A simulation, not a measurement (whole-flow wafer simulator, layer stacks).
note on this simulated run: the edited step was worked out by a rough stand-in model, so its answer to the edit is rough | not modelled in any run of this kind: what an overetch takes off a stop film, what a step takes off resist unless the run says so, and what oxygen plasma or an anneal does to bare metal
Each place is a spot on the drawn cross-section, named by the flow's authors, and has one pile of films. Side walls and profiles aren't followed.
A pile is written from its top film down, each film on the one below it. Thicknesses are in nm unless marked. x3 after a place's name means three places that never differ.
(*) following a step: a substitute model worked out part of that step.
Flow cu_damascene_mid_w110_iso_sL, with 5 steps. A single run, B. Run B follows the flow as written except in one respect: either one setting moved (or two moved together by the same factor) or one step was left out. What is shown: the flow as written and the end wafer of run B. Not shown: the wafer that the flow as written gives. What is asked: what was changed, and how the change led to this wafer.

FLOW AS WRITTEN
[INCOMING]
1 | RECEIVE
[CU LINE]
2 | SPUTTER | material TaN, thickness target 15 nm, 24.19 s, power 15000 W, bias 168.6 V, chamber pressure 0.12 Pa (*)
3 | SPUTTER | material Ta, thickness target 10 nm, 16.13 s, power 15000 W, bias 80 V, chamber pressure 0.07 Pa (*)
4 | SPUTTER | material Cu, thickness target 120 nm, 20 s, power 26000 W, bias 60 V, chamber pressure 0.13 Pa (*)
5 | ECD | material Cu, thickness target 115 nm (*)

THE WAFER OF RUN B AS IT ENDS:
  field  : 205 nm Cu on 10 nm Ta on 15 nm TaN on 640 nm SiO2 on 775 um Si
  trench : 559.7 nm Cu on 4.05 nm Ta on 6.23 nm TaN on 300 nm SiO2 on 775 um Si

Cause: step 4, SPUTTER: thickness target 90 nm was run, while the flow as written has thickness target 120 nm; step 4, SPUTTER: 15 s was run, where the flow has 20 s.

Step by step, how the change led to this:
  4 | SPUTTER | material Cu, thickness target 120 nm, 20 s, power 26000 W, bias 60 V, chamber pressure 0.13 Pa (*)
      field: Cu gains 90 (new film) (as written it would have been: Cu gains 120 (new film))
      trench: Cu gains 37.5 (new film) (as written it would have been: Cu gains 49.9 (new film))
  5 | ECD | material Cu, thickness target 115 nm (*)
      trench: Cu gains 522.3 (as written it would have been: Cu gains 539.8)
